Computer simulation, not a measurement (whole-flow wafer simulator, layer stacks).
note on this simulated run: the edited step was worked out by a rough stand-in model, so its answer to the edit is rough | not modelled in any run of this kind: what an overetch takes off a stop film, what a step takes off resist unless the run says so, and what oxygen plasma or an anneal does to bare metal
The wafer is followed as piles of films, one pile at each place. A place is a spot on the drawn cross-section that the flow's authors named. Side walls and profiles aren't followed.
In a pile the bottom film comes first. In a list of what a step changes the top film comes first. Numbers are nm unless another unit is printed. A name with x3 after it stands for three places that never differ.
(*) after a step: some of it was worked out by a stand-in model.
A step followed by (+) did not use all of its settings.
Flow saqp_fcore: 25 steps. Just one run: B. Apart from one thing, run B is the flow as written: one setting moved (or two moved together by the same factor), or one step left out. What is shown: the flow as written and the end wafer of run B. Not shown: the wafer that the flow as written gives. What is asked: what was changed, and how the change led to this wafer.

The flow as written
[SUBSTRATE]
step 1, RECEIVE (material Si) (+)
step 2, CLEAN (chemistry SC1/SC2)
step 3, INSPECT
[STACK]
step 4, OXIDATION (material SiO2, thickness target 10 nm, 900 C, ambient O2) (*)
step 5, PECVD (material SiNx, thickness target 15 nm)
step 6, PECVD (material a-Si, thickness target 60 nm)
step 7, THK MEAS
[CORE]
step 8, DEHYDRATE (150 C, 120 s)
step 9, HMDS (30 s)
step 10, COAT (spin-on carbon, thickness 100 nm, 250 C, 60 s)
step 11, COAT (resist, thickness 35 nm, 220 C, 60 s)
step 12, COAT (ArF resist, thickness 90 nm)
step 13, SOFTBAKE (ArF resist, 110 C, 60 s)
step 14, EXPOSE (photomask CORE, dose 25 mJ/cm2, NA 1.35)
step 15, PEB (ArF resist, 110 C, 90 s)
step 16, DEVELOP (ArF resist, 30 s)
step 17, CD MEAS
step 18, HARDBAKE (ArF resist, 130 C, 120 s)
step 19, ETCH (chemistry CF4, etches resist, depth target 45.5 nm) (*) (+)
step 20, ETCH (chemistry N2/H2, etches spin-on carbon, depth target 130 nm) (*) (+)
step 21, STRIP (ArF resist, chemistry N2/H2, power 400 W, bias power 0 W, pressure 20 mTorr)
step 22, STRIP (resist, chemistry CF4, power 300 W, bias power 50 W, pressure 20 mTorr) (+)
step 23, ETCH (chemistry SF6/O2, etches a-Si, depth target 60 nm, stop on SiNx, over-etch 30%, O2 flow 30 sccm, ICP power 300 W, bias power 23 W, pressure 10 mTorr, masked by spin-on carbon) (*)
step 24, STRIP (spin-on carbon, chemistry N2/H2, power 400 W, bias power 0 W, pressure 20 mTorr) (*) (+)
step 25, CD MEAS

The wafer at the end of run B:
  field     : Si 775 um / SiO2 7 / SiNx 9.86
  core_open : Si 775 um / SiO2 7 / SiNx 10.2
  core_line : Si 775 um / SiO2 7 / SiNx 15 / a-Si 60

What caused this: step 4, OXIDATION: thickness target 7 nm was run, while the flow as written has thickness target 10 nm.
One can read it off the wafer: field has SiO2 7, and step 4 as written asks for 10 nm.

How this came from the change, step by step:
  step 4, OXIDATION (material SiO2, thickness target 10 nm, 900 C, ambient O2) (*)
      field, core_open, core_line: +7 SiO2 (new film), -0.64 chemical SiO2 (all of it), -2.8 Si (in the flow as written it would be: +10 SiO2 (new film), -0.64 chemical SiO2 (all of it), -4.12 Si)
